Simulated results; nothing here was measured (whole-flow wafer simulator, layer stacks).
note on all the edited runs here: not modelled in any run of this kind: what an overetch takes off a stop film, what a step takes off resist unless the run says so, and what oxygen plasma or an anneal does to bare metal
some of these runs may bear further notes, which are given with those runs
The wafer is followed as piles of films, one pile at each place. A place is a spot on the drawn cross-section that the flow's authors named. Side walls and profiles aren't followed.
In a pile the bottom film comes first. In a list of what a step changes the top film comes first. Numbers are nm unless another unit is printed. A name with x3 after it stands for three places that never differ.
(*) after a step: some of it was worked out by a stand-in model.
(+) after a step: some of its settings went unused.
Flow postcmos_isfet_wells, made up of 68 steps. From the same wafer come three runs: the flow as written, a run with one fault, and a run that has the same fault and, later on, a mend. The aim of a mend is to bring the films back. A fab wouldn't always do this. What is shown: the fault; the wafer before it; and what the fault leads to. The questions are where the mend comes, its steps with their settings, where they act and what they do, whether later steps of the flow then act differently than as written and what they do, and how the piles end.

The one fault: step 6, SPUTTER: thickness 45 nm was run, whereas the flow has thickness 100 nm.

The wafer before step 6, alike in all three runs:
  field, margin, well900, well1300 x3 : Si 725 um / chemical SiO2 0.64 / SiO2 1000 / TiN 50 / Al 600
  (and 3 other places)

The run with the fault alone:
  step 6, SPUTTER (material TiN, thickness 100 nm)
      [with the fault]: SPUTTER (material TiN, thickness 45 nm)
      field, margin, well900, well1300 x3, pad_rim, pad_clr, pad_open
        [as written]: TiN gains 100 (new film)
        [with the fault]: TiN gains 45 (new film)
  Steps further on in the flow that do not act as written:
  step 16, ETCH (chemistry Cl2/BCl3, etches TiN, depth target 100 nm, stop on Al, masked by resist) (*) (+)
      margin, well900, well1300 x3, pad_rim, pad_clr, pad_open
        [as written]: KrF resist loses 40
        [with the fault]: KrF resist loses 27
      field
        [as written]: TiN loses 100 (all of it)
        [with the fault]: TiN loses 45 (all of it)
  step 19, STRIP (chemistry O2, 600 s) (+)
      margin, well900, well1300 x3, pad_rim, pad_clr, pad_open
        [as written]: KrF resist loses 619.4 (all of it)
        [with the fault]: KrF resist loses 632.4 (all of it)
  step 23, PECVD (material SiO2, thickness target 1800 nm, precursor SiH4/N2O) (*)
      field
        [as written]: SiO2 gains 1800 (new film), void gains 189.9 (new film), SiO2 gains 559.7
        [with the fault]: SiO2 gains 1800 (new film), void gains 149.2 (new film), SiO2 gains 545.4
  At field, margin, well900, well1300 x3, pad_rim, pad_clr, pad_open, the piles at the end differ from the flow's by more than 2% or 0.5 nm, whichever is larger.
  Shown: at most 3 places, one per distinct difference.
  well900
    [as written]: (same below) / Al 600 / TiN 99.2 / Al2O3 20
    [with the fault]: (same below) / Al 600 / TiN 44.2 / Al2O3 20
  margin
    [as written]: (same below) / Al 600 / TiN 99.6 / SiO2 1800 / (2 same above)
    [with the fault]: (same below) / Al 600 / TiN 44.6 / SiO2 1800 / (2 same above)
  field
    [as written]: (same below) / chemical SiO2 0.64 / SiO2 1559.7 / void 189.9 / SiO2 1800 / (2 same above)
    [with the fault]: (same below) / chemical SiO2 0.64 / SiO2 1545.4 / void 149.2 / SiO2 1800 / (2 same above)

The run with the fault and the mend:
  The mend follows step 6.
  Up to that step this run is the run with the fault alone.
  step 6a, SPUTTER (material TiN, thickness 55 nm) (a further turn of the flow's step 6, with different settings)
      field, margin, well900, well1300 x3, pad_rim, pad_clr, pad_open
        TiN gains 55
  None of the later steps of the flow acts differently than as written at any place that is followed.
  By the end, the piles equal the flow's at every place that both follow.
